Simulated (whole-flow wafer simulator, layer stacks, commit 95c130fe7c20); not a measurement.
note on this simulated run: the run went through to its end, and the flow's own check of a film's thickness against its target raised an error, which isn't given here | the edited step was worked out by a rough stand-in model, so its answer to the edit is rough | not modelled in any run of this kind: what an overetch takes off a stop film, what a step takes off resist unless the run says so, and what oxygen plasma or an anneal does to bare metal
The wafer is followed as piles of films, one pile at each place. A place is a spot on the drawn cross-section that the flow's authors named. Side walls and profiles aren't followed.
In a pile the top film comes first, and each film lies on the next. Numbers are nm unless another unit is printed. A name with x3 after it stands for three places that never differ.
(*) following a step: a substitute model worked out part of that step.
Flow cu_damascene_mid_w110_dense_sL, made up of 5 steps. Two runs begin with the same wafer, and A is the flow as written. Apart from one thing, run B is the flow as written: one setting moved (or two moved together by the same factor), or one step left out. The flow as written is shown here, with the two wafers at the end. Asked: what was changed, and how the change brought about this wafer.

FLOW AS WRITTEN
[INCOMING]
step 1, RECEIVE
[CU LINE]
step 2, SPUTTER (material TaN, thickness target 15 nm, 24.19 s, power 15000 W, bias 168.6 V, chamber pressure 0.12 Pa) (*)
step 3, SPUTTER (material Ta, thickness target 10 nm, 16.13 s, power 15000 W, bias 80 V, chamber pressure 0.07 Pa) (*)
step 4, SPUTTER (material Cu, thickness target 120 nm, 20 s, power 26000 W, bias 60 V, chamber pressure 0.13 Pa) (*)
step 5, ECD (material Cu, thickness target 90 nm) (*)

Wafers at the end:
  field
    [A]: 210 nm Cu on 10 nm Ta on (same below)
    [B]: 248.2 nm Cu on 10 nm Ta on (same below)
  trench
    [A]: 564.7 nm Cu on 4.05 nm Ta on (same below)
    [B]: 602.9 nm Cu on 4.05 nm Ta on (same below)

What caused this: step 5, ECD: thickness target 128.2 nm was run, whereas the flow has thickness target 90 nm.

Step by step, how the change led to this:
  step 5, ECD (material Cu, thickness target 90 nm) (*)
      field: A +90 Cu | B +128.2 Cu
      trench: A +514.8 Cu | B +553 Cu
